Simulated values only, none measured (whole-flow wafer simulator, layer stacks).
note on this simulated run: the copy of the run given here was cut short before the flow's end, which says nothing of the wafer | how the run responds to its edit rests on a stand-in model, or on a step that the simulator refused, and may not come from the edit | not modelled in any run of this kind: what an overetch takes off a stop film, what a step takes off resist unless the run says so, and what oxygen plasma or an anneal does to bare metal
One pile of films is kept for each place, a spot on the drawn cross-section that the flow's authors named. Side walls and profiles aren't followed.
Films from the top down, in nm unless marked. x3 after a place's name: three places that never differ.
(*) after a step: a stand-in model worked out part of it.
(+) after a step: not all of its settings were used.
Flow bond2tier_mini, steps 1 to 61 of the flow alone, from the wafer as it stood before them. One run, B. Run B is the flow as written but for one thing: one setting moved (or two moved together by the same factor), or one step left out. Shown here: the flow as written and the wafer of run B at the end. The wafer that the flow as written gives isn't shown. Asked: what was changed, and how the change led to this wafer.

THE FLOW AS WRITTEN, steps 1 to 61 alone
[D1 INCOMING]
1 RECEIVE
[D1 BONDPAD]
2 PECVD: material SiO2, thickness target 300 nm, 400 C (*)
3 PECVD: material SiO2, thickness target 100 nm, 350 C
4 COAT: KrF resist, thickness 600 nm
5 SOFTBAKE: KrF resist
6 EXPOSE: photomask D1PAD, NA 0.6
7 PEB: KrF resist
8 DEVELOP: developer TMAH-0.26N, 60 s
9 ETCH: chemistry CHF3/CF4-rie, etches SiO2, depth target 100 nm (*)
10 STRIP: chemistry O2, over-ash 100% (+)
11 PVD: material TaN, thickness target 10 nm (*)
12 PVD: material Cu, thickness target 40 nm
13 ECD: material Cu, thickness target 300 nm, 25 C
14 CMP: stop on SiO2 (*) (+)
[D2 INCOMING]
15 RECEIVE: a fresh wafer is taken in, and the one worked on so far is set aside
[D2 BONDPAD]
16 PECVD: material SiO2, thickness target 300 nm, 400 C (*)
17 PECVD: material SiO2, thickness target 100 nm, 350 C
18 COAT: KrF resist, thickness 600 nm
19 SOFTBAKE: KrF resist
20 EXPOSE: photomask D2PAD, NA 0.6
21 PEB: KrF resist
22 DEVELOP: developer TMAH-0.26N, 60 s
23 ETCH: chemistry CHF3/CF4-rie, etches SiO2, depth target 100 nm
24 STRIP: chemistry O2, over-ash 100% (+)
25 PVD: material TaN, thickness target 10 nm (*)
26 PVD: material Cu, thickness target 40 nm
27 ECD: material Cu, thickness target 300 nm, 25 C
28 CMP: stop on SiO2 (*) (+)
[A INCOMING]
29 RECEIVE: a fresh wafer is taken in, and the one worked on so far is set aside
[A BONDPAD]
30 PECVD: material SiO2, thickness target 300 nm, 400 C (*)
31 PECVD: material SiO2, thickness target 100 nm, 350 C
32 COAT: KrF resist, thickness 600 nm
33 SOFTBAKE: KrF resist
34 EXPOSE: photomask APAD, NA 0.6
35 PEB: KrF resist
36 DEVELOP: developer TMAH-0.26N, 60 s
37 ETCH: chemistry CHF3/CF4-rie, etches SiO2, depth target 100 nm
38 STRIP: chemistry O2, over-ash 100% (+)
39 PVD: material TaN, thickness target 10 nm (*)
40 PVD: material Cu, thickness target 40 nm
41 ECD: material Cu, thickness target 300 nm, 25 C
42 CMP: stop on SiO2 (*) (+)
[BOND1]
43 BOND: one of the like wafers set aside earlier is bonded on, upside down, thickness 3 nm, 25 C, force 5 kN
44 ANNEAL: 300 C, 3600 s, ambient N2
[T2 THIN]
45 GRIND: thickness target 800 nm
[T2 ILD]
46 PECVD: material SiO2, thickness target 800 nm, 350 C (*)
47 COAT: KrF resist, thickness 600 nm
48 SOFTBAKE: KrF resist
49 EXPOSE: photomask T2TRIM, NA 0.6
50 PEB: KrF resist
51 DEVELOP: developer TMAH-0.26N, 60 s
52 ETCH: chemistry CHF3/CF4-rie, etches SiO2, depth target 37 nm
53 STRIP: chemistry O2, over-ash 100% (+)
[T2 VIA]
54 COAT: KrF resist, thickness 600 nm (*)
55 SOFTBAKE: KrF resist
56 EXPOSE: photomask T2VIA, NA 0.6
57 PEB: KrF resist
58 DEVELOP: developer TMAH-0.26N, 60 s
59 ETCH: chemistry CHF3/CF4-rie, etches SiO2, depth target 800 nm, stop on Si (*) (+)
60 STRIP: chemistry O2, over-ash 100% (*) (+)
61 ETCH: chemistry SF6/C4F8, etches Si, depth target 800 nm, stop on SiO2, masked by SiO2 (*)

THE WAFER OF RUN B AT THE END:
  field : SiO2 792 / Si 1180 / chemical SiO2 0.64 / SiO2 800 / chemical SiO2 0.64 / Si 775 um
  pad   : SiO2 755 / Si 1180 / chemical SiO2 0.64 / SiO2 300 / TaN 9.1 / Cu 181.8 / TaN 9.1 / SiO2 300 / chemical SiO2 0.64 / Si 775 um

The cause: step 45, GRIND: thickness target 1180 nm was run, where the flow has thickness target 800 nm.
It can be read off the wafer: field has Si 1180, and step 45 as written asks for 800 nm.

How the change led to this, step by step:
  45 GRIND: thickness target 800 nm
      field, pad, via: Si -773.82 um (as written it would be: Si -774.2 um)
